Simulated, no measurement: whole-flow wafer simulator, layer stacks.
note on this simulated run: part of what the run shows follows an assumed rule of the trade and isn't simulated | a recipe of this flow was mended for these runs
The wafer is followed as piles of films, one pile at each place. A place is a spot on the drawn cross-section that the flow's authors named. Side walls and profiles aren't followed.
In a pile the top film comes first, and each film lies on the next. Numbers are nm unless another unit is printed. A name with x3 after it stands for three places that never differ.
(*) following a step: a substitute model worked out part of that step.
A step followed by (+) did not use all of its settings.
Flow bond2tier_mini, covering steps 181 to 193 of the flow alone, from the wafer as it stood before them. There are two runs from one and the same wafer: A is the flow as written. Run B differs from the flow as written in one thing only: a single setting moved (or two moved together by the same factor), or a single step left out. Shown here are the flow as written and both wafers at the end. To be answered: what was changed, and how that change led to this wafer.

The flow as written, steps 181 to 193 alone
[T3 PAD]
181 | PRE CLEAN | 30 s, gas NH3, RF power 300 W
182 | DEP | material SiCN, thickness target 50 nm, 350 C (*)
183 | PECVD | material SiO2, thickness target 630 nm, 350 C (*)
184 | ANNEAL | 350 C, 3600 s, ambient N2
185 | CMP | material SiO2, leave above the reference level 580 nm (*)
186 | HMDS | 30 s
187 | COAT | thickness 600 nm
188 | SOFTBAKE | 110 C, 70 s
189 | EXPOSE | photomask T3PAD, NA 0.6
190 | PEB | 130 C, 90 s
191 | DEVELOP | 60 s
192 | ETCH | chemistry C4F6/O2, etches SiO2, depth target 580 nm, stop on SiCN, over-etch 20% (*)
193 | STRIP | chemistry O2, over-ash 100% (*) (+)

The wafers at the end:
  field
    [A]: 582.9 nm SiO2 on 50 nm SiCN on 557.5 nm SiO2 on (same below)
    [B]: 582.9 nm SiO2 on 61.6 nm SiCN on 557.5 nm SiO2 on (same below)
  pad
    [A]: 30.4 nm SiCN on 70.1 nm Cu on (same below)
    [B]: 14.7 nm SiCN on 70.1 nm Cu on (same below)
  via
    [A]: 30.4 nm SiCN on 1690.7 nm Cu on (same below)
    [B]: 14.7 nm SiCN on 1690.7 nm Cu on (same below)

What caused this: step 182, DEP: thickness target 61.6 nm was run, though the flow has thickness target 50 nm; step 192, ETCH: depth target 715 nm was run, where the flow has depth target 580 nm.
One can read it off the wafer: field has SiCN 61.6, and step 182 as written asks for 50 nm.

The path from the change to this, step by step:
  182 | DEP | material SiCN, thickness target 50 nm, 350 C (*)
      field, pad, via: A SiCN gains 50 (new film) | B SiCN gains 61.6 (new film)
  192 | ETCH | chemistry C4F6/O2, etches SiO2, depth target 580 nm, stop on SiCN, over-etch 20% (*)
      pad, via: A SiO2 loses 580 (all of it), SiCN loses 19.6 | B SiO2 loses 580 (all of it), SiCN loses 46.9
      field: A thick-KrF-resist loses 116 | B thick-KrF-resist loses 143
  193 | STRIP | chemistry O2, over-ash 100% (*) (+)
      field: A thick-KrF-resist loses 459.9 (all of it) | B thick-KrF-resist loses 432.9 (all of it)
